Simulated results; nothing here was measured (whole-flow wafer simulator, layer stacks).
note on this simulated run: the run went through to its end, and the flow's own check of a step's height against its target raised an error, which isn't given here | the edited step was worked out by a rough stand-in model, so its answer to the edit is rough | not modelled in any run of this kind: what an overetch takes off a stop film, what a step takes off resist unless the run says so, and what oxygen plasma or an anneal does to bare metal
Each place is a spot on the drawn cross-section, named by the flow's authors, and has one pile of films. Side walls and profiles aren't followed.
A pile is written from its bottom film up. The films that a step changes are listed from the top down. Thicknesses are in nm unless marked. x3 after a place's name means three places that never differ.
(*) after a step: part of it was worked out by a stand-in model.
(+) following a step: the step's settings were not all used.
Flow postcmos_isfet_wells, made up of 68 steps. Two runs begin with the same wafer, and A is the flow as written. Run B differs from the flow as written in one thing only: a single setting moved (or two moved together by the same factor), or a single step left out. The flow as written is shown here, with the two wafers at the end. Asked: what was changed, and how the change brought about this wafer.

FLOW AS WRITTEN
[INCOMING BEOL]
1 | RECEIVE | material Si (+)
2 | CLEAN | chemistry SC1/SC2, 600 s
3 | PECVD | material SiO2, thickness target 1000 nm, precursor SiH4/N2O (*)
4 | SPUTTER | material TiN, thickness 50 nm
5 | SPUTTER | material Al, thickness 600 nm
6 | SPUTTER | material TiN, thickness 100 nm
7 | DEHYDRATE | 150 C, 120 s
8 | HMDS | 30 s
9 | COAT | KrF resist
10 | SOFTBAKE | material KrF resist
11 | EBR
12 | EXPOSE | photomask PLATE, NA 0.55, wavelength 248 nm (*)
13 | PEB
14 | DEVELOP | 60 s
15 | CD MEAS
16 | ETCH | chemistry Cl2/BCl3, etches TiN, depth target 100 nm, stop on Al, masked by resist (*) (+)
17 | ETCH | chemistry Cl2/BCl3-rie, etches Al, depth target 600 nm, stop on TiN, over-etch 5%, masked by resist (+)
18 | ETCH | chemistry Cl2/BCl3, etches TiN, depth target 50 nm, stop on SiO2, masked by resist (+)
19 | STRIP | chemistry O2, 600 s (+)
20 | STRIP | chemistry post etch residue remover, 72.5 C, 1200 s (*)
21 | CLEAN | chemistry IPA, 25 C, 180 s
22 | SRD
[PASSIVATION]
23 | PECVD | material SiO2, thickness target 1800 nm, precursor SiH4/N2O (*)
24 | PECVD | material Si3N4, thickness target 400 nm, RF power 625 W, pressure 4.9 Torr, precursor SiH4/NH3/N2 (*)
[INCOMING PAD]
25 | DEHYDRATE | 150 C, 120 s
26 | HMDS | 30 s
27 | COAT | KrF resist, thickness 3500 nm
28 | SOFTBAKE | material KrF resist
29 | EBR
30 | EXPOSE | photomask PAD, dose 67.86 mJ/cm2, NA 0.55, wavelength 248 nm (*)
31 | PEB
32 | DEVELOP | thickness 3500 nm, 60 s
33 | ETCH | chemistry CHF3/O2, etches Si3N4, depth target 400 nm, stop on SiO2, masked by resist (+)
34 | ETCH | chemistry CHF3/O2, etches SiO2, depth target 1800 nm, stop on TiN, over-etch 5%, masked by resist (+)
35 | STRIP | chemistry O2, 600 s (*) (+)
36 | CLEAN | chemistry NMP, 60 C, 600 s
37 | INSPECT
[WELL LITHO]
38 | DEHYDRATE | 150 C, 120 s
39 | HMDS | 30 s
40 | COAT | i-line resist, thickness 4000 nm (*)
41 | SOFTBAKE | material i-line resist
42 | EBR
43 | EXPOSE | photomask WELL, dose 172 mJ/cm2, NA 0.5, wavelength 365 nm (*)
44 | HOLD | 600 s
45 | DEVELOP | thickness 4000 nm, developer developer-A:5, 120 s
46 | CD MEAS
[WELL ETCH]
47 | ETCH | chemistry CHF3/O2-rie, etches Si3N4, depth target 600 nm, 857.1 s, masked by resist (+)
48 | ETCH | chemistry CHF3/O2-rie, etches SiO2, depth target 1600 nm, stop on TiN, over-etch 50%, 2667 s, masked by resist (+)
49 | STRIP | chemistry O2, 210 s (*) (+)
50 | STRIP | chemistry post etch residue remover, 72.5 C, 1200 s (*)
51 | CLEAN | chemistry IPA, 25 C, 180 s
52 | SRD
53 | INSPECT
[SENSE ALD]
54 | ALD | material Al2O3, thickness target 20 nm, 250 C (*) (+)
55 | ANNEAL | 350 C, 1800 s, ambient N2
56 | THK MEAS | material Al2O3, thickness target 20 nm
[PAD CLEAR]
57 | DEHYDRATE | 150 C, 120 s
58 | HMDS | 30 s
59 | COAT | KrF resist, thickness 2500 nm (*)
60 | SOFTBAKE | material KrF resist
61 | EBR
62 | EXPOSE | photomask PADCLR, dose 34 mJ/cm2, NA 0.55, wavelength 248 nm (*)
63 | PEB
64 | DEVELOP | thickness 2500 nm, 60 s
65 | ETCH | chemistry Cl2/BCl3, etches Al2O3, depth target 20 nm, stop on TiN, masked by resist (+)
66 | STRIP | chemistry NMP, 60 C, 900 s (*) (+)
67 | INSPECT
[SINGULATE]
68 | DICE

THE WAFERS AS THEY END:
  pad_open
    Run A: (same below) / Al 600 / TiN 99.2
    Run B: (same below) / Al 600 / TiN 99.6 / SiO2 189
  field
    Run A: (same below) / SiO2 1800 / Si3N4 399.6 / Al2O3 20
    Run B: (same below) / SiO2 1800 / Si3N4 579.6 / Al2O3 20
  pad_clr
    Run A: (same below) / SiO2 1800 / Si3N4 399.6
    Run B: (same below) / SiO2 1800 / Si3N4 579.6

Cause: step 24, PECVD: thickness target 580 nm was run, though the flow has thickness target 400 nm.

How this came from the change, step by step:
  24 | PECVD | material Si3N4, thickness target 400 nm, RF power 625 W, pressure 4.9 Torr, precursor SiH4/NH3/N2 (*)
      field, margin, well900, well1300 x3, pad_rim, pad_clr, pad_open: A Si3N4 gains 400 (new film) | B Si3N4 gains 580 (new film)
  33 | ETCH | chemistry CHF3/O2, etches Si3N4, depth target 400 nm, stop on SiO2, masked by resist (+)
      pad_open: A Si3N4 loses 400 (all of it) | B Si3N4 loses 400
  34 | ETCH | chemistry CHF3/O2, etches SiO2, depth target 1800 nm, stop on TiN, over-etch 5%, masked by resist (+)
      pad_open: A SiO2 loses 1800 (all of it) | B Si3N4 loses 180 (all of it), SiO2 loses 1611
  47 | ETCH | chemistry CHF3/O2-rie, etches Si3N4, depth target 600 nm, 857.1 s, masked by resist (+)
      well900, well1300 x3: A Si3N4 loses 400 (all of it), SiO2 loses 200 | B Si3N4 loses 580 (all of it), SiO2 loses 20
  48 | ETCH | chemistry CHF3/O2-rie, etches SiO2, depth target 1600 nm, stop on TiN, over-etch 50%, 2667 s, masked by resist (+)
      well900, well1300 x3: A SiO2 loses 1600 (all of it) | B SiO2 loses 1780 (all of it)
  59 | COAT | KrF resist, thickness 2500 nm (*)
      field: A KrF resist gains 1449 (new film) | B KrF resist gains 1363 (new film)
      margin: A KrF resist gains 1448.9 (new film) | B KrF resist gains 1362.9 (new film)
  63 | PEB
      field, margin: A KrF resist loses 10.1 | B KrF resist loses 9.48
  66 | STRIP | chemistry NMP, 60 C, 900 s (*) (+)
      field, margin: A KrF resist loses 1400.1 (all of it) | B KrF resist loses 1314.7 (all of it)
